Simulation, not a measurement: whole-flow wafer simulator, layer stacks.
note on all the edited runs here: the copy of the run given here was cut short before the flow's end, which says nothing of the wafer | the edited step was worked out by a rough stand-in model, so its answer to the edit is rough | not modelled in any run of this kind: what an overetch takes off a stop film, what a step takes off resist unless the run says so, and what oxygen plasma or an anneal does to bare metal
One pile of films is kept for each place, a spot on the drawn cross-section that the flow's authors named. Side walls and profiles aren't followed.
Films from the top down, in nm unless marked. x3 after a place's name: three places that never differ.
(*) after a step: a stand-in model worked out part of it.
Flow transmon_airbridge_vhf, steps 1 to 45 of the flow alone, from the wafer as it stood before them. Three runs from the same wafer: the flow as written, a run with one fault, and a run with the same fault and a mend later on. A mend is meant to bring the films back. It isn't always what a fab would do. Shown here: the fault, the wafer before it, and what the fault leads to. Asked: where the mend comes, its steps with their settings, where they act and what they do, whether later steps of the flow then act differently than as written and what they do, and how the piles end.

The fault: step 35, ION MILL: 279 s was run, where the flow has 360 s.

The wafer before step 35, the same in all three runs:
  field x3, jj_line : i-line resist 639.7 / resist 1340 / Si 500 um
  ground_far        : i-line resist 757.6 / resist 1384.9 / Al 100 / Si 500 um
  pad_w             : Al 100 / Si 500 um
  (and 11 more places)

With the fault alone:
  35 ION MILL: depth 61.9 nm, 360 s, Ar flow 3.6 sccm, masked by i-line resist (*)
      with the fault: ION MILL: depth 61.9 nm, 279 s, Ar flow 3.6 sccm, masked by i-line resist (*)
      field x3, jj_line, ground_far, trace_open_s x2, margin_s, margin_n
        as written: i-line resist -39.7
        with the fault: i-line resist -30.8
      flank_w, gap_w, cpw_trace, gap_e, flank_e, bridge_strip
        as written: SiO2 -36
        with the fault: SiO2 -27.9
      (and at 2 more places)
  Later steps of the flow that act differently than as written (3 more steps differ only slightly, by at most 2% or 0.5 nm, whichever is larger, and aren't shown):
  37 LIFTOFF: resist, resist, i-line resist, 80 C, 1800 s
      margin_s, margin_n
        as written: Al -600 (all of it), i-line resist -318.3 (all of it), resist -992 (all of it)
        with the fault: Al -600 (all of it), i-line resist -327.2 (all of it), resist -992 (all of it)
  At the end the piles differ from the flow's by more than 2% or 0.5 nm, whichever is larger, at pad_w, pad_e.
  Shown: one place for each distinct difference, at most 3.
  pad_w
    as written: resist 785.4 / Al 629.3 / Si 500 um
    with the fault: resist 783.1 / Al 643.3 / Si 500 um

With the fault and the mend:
  The mend comes after step 35.
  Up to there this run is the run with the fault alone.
  35a ION MILL: depth 61.9 nm, 81 s, Ar flow 3.6 sccm, masked by i-line resist (*) (the flow's step 35 once more, with other settings)
      field x3, jj_line, ground_far, trace_open_s x2, margin_s, margin_n
        i-line resist -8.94
      flank_w, gap_w, cpw_trace, gap_e, flank_e, bridge_strip
        SiO2 -8.09
      pad_w, pad_e
        Al -13.9
  No later step of the flow acts differently than as written at any place that is followed.
  At the end the piles are the same as the flow's at every place that both follow.
